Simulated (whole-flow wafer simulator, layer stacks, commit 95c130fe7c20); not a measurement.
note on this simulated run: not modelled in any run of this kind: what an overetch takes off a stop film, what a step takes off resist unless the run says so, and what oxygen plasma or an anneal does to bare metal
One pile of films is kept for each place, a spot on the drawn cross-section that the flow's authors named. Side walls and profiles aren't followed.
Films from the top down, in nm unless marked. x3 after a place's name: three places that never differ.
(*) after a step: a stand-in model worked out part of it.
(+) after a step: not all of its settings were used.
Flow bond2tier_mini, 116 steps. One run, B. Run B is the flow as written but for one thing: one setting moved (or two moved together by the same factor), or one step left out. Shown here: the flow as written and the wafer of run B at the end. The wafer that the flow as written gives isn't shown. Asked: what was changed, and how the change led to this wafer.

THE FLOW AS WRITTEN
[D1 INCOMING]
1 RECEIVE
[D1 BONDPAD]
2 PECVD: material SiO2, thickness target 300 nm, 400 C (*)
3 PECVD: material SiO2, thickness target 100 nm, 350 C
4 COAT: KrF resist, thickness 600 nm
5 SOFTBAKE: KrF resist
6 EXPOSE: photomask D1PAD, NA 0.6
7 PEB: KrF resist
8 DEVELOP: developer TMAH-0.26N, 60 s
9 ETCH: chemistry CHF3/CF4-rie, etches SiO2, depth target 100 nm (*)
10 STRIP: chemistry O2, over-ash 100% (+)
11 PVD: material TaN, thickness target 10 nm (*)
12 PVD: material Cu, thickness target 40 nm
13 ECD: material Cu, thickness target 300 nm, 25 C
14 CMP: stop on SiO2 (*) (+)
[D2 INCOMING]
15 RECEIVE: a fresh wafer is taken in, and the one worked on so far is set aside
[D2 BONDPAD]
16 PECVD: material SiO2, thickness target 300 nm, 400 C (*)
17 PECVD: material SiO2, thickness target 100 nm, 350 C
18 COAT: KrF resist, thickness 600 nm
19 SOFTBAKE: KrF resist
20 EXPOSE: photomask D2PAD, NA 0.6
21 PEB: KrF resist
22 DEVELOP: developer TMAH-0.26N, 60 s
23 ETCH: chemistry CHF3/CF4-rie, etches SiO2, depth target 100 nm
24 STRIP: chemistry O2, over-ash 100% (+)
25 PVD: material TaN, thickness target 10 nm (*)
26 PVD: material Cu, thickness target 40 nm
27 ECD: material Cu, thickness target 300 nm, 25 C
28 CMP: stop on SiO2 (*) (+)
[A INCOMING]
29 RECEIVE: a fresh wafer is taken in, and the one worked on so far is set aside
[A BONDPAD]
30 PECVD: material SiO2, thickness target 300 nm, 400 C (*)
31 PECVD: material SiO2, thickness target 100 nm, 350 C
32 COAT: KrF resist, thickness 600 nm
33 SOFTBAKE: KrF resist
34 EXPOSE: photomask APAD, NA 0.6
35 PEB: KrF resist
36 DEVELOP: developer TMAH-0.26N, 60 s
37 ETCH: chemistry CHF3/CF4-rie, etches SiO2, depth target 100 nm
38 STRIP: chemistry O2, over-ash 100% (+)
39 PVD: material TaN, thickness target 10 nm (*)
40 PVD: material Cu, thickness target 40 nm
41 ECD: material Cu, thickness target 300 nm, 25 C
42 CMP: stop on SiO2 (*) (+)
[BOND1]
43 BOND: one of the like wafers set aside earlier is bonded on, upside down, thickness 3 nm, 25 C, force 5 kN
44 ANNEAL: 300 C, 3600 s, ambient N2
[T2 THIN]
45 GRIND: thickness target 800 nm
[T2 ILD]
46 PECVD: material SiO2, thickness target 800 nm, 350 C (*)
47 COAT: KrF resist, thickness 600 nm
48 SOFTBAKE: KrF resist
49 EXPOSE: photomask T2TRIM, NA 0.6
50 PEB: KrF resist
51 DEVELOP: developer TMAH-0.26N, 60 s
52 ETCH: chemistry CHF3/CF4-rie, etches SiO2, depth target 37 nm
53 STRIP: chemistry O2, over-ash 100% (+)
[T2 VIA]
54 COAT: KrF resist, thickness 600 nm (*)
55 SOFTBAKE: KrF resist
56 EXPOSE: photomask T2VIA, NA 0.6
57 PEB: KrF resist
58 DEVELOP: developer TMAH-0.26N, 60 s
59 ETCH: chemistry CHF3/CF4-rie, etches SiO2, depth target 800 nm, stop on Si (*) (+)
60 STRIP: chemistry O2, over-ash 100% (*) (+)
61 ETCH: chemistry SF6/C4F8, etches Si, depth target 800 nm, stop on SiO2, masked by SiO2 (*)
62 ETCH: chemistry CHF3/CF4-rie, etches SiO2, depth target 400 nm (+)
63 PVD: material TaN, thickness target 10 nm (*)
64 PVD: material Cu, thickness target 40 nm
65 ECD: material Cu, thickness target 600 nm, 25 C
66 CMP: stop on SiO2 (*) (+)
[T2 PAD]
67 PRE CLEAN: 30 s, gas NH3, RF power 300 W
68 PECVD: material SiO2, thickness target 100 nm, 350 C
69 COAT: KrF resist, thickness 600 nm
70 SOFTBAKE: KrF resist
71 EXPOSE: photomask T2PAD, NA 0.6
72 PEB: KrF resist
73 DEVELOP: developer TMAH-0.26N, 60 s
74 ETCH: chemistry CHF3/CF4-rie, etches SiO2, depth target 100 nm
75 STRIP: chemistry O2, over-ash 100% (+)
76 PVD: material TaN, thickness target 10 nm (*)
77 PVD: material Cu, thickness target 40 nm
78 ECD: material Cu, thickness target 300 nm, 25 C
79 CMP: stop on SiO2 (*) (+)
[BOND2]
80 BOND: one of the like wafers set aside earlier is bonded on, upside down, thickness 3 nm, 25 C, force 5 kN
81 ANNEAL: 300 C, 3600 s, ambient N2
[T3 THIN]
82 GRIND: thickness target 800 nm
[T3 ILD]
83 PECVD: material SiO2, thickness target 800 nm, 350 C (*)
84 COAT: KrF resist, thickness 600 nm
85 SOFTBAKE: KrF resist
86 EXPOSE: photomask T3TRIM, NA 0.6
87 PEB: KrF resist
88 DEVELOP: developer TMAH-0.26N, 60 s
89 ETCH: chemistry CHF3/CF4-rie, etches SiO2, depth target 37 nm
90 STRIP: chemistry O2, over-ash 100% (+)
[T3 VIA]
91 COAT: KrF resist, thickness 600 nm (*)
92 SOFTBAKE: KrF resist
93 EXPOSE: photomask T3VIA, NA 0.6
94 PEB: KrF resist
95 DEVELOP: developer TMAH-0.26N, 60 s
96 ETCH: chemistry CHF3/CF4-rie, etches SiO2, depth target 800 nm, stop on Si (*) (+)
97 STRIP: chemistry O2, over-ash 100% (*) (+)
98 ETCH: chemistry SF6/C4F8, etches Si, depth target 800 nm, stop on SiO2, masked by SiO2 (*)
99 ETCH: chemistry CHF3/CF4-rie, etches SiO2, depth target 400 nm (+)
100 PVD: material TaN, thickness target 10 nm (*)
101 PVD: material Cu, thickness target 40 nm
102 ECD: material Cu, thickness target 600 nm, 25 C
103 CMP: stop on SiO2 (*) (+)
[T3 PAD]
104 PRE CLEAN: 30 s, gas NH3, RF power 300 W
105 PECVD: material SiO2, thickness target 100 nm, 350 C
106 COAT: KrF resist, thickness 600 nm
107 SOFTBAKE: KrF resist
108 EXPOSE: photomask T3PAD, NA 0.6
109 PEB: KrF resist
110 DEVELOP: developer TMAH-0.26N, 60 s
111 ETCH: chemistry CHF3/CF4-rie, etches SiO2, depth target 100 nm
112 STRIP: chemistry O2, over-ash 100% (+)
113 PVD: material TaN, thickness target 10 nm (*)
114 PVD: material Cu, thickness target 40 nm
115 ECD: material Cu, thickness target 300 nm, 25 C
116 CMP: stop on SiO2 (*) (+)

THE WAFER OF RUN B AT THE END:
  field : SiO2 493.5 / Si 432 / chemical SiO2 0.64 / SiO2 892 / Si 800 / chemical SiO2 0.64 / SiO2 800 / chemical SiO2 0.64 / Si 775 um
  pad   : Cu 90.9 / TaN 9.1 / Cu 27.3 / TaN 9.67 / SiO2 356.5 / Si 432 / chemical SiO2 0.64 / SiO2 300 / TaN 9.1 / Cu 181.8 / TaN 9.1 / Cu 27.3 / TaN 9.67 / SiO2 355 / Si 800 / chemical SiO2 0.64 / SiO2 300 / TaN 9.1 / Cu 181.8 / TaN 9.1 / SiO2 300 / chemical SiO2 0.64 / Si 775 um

The cause: step 82, GRIND: thickness target 432 nm was run, where the flow has thickness target 800 nm.
It can be read off the wafer: field has Si 432, and step 82 as written asks for 800 nm.

How the change led to this, step by step:
  82 GRIND: thickness target 800 nm
      field, pad: Si -774.57 um (as written it would be: Si -774.2 um)
  98 ETCH: chemistry SF6/C4F8, etches Si, depth target 800 nm, stop on SiO2, masked by SiO2 (*)
      field, pad: SiO2 -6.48 (as written it would be: SiO2 -8)
